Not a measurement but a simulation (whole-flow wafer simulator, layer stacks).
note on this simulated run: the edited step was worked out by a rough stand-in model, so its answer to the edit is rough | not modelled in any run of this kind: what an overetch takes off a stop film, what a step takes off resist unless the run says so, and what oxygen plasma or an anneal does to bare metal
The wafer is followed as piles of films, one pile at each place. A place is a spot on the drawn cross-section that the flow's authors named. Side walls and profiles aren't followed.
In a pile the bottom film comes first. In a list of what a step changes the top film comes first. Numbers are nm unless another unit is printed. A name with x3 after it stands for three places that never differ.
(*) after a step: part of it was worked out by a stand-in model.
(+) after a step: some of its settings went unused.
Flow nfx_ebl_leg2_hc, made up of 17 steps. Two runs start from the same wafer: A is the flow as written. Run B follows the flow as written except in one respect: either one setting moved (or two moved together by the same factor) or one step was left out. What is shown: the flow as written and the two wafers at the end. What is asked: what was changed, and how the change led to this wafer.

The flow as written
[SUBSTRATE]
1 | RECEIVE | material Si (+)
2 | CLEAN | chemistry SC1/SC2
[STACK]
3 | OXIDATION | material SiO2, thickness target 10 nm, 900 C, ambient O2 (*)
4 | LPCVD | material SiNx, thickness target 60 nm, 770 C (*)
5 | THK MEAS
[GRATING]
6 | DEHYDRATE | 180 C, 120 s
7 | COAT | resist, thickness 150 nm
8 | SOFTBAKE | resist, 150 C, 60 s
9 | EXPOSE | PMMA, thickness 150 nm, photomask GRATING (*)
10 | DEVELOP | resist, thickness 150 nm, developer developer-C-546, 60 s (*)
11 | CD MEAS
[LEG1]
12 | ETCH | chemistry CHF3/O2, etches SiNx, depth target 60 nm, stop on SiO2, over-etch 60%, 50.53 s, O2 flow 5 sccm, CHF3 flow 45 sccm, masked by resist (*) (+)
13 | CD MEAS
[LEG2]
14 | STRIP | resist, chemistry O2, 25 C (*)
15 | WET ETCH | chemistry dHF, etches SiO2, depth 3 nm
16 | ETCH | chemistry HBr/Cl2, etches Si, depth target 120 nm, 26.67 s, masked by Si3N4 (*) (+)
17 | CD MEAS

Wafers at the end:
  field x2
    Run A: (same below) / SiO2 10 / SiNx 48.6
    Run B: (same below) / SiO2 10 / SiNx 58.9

Cause: step 4, LPCVD: thickness target 70.3 nm was run, though the flow has thickness target 60 nm.

The path from the change to this, step by step:
  4 | LPCVD | material SiNx, thickness target 60 nm, 770 C (*)
      field x2, pad x2: A SiNx gains 60 (new film) | B SiNx gains 70.3 (new film)
  12 | ETCH | chemistry CHF3/O2, etches SiNx, depth target 60 nm, stop on SiO2, over-etch 60%, 50.53 s, O2 flow 5 sccm, CHF3 flow 45 sccm, masked by resist (*) (+)
      pad x2: A SiNx loses 60 (all of it), SiO2 loses 10 (all of it) | B SiNx loses 70.3 (all of it), SiO2 loses 10 (all of it)
